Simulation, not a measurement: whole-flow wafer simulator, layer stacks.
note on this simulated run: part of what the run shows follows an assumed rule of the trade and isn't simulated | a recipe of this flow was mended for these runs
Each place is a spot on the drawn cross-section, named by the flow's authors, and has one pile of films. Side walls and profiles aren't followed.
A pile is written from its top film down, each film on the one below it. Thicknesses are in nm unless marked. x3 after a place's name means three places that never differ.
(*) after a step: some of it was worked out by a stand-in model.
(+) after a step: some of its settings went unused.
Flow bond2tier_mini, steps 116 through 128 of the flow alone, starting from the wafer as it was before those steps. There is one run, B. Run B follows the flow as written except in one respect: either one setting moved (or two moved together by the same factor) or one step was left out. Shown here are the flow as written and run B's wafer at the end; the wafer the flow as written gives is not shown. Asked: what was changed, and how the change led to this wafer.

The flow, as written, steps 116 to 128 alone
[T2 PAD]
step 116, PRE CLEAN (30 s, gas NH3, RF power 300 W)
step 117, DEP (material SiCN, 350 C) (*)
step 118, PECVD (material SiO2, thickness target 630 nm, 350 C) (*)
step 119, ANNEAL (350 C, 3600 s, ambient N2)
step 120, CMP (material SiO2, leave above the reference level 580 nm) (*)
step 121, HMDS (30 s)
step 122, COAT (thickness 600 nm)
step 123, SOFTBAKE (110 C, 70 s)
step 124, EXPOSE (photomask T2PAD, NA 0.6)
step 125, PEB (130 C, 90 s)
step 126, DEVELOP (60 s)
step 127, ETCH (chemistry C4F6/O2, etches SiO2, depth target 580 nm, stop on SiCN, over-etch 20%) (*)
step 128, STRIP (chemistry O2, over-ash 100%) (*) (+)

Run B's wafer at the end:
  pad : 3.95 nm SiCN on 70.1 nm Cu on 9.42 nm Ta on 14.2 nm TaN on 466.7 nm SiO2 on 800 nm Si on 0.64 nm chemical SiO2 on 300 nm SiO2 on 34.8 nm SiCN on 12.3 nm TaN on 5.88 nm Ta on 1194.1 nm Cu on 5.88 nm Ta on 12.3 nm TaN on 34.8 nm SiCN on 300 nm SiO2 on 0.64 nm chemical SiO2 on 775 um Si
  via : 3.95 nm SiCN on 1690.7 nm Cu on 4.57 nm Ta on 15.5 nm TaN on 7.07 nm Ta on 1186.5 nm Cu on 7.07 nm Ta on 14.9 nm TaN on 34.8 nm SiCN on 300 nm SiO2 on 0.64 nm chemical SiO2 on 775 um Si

What caused this: step 127, ETCH: depth target 710.9 nm was run, while the flow as written has depth target 580 nm.

The path from the change to this, step by step:
  step 127, ETCH (chemistry C4F6/O2, etches SiO2, depth target 580 nm, stop on SiCN, over-etch 20%) (*)
      pad, via: -580 SiO2 (all of it), -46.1 SiCN (it would be, as written: -580 SiO2 (all of it), -19.6 SiCN)
      field: -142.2 thick-KrF-resist (it would be, as written: -116 thick-KrF-resist)
  step 128, STRIP (chemistry O2, over-ash 100%) (*) (+)
      field: -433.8 thick-KrF-resist (all of it) (it would be, as written: -459.9 thick-KrF-resist (all of it))
